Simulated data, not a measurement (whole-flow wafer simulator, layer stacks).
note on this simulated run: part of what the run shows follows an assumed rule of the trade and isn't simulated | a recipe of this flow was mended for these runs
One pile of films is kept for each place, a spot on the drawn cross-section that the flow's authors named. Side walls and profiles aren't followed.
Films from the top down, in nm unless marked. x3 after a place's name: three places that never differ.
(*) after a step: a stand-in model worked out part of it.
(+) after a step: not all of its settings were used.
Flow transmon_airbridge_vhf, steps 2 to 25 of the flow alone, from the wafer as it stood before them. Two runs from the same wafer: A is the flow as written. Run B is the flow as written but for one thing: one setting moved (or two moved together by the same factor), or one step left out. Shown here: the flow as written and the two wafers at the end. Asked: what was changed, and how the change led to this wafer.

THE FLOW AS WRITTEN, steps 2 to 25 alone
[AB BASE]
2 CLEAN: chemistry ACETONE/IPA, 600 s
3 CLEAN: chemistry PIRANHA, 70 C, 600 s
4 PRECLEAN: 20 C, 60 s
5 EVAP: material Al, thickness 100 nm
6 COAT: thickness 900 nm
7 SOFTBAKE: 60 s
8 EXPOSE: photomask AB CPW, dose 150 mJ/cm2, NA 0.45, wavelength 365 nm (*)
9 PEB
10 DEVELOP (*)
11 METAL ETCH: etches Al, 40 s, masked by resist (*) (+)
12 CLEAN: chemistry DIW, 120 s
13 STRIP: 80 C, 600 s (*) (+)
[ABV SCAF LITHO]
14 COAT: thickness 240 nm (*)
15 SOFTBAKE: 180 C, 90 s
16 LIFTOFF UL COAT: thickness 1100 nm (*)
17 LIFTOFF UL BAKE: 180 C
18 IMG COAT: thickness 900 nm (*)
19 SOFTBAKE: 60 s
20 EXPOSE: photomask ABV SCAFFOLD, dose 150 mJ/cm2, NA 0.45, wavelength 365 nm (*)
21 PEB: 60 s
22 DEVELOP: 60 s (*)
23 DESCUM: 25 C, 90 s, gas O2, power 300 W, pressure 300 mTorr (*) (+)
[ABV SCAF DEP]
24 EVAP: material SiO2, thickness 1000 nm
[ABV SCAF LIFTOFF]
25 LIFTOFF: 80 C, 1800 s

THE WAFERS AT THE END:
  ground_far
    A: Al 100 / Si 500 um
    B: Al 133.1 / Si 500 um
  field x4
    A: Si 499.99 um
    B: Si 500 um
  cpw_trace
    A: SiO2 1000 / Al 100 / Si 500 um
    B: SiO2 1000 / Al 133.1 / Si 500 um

The cause: step 5, EVAP: thickness 133.1 nm was run, where the flow has thickness 100 nm.
It can be read off the wafer: ground_far has Al 133.1, and step 5 as written asks for 100 nm.

How the change led to this, step by step:
  5 EVAP: material Al, thickness 100 nm
      field x4, ground_far, pad_w x2, flank_w x2, gap_w x2, cpw_trace, trace_open_s x2, margin_s x3: A Al +100 (new film) | B Al +133.1 (new film)
  11 METAL ETCH: etches Al, 40 s, masked by resist (*) (+)
      field x4, gap_w x2: A Al -86.7 (all of it), Si -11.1 | B Al -119.8 (all of it), Si -0.08
